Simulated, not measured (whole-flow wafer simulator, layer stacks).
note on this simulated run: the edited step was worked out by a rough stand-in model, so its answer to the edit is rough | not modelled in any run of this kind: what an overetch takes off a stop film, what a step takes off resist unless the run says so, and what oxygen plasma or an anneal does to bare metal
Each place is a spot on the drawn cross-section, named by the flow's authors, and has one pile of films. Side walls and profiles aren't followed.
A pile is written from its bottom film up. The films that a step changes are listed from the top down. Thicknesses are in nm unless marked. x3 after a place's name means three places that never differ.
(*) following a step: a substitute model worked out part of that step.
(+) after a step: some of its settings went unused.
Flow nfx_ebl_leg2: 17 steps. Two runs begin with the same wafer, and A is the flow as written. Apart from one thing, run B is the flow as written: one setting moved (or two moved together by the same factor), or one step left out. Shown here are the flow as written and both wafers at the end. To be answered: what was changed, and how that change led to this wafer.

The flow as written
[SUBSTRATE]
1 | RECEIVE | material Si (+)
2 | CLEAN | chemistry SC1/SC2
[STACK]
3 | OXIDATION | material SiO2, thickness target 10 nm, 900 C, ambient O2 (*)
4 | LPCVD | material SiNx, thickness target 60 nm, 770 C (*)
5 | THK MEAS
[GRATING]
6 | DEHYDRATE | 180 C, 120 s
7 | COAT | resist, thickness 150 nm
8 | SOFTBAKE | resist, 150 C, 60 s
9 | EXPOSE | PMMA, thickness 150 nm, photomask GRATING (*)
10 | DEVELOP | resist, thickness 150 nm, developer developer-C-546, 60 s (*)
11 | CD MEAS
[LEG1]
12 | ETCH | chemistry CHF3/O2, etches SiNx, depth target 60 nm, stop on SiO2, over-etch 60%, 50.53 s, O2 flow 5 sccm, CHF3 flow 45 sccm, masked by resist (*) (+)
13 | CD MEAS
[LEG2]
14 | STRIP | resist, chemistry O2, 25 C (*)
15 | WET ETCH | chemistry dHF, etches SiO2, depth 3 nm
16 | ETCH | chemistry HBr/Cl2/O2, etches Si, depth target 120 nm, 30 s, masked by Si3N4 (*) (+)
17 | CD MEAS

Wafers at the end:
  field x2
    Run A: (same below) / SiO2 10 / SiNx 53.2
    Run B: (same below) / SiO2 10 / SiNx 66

The reason: step 4, LPCVD: thickness target 72.8 nm was run, while the flow as written has thickness target 60 nm.

How this came from the change, step by step:
  4 | LPCVD | material SiNx, thickness target 60 nm, 770 C (*)
      field x2, pad x2: A +60 SiNx (new film) | B +72.8 SiNx (new film)
  12 | ETCH | chemistry CHF3/O2, etches SiNx, depth target 60 nm, stop on SiO2, over-etch 60%, 50.53 s, O2 flow 5 sccm, CHF3 flow 45 sccm, masked by resist (*) (+)
      pad x2: A -60 SiNx (all of it), -10 SiO2 (all of it) | B -72.8 SiNx (all of it), -10 SiO2 (all of it)
